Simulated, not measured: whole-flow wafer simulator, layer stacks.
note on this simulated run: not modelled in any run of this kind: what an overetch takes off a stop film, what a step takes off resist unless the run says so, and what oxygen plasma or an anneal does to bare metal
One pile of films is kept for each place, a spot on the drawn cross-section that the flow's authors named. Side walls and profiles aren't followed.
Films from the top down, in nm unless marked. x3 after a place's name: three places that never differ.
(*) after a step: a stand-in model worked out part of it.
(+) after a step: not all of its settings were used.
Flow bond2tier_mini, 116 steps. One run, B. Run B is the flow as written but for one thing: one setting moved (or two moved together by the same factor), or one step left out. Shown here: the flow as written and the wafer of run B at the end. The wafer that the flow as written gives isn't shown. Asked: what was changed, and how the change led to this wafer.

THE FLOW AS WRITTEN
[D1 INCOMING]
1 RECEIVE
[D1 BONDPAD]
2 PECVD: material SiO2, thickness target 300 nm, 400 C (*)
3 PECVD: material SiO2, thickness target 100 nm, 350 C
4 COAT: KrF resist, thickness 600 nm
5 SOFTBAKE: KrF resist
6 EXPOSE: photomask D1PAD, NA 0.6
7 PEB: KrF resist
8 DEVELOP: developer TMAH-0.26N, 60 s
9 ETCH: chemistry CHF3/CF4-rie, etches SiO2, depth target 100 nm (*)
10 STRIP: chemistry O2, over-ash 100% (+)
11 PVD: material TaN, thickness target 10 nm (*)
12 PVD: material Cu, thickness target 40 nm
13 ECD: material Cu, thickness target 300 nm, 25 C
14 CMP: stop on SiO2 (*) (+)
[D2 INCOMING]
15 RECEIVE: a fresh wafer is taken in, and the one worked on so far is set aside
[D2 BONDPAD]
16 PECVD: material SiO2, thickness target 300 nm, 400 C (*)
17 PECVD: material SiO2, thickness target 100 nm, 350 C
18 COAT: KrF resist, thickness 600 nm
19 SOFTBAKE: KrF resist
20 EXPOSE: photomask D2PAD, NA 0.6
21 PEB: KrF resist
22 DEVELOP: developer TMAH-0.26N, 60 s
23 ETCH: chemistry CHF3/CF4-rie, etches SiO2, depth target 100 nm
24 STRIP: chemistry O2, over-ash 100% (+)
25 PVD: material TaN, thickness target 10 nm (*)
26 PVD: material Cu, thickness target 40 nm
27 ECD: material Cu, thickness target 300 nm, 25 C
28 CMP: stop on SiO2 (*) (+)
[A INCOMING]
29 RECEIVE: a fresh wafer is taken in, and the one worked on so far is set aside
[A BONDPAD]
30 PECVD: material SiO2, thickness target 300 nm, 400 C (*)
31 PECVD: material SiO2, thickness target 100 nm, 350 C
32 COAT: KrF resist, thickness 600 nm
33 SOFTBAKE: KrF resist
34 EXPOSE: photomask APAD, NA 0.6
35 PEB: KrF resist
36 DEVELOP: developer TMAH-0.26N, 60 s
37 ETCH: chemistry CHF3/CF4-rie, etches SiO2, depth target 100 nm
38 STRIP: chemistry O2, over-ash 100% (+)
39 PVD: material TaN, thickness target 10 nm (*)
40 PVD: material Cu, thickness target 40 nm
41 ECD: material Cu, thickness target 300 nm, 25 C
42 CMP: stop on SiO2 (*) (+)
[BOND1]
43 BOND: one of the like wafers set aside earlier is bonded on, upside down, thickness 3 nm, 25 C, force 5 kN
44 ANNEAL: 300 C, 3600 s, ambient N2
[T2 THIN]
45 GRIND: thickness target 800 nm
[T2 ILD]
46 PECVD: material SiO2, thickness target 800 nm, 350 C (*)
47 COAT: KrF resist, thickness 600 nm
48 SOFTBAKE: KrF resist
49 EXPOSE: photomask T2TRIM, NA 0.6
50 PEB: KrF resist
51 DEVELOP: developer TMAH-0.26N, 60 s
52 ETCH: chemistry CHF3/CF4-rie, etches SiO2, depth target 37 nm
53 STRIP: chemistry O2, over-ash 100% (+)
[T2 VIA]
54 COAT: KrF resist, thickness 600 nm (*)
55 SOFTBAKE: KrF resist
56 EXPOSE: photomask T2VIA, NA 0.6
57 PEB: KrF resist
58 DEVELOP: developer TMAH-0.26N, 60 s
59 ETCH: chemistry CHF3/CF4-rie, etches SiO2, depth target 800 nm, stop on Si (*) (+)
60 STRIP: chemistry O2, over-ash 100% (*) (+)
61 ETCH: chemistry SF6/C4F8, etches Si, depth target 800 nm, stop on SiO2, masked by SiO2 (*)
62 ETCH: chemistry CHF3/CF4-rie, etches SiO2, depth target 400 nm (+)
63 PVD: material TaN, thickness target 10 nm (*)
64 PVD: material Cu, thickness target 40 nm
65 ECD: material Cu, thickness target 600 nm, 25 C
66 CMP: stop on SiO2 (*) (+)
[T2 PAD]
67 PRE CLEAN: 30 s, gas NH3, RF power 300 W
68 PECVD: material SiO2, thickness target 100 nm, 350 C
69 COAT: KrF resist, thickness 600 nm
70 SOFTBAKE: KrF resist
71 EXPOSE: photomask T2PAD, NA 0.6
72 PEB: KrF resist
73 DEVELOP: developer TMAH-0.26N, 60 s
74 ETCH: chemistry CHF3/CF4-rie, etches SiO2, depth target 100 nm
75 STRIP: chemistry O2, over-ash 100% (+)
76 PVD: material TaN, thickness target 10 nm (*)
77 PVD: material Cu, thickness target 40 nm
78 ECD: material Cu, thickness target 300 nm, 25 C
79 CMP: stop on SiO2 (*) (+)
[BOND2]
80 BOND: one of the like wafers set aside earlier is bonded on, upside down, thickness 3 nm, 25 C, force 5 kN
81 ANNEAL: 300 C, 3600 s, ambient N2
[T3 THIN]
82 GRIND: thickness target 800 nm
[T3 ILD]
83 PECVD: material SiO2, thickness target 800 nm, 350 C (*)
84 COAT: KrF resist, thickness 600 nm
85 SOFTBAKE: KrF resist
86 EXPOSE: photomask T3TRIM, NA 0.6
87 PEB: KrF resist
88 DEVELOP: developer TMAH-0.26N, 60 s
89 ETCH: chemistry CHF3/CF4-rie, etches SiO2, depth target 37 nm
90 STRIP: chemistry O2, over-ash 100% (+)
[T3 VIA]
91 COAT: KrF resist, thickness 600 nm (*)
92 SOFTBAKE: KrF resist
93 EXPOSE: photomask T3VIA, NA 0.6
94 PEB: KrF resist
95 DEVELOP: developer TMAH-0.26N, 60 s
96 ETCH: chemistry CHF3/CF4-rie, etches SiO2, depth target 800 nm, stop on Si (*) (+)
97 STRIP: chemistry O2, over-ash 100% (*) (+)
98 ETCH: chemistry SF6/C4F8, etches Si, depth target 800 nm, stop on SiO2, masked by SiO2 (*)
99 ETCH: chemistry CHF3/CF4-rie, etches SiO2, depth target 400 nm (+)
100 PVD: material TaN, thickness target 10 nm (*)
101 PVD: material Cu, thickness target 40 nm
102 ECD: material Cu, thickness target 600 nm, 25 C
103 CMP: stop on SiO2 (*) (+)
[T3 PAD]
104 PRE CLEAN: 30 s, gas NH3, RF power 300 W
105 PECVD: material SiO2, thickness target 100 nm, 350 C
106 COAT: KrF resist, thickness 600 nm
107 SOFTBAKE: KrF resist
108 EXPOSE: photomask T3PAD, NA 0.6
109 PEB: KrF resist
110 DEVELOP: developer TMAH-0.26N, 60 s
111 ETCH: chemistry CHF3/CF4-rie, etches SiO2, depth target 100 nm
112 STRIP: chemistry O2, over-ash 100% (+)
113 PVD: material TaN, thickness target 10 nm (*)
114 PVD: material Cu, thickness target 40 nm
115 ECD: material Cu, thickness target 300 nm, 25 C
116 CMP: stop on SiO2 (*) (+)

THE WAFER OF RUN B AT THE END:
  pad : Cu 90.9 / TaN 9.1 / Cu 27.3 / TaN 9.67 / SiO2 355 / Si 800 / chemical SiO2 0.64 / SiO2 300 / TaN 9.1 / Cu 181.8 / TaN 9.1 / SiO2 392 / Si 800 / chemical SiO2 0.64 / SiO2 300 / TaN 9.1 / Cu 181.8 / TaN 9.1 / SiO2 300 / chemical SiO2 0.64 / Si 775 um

The cause: step 52, ETCH: chemistry CHF3/CF4-rie, etches SiO2, depth target 37 nm, was left out.

How the change led to this, step by step:
  53 STRIP: chemistry O2, over-ash 100% (+)
      field: KrF resist -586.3 (all of it) (as written it would be: KrF resist -573.9 (all of it))
  54 COAT: KrF resist, thickness 600 nm (*)
      field: KrF resist +600 (new film) (as written it would be: KrF resist +584.3 (new film))
      pad: KrF resist +600 (new film) (as written it would be: KrF resist +616.4 (new film))
      (and at 1 more place)
  58 DEVELOP: developer TMAH-0.26N, 60 s
      via: KrF resist -600 (all of it) (as written it would be: KrF resist -614.4 (all of it))
  59 ETCH: chemistry CHF3/CF4-rie, etches SiO2, depth target 800 nm, stop on Si (*) (+)
      via: SiO2 -800 (all of it) (as written it would be: SiO2 -763 (all of it))
  60 STRIP: chemistry O2, over-ash 100% (*) (+)
      field: KrF resist -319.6 (all of it) (as written it would be: KrF resist -303.9 (all of it))
      pad: KrF resist -319.6 (all of it) (as written it would be: KrF resist -336 (all of it))
  64 PVD: material Cu, thickness target 40 nm
      pad: Cu +40 (new film) (as written it would be: Cu +38.7 (new film))
  65 ECD: material Cu, thickness target 600 nm, 25 C
      pad: Cu +600 (as written it would be: Cu +638.7)
  66 CMP: stop on SiO2 (*) (+)
      pad: Cu -640 (all of it), TaN -10 (all of it) (as written it would be: Cu -650)
  68 PECVD: material SiO2, thickness target 100 nm, 350 C
      pad: SiO2 +100 (as written it would be: SiO2 +100 (new film))
  74 ETCH: chemistry CHF3/CF4-rie, etches SiO2, depth target 100 nm
      pad: SiO2 -100 (as written it would be: SiO2 -100 (all of it))
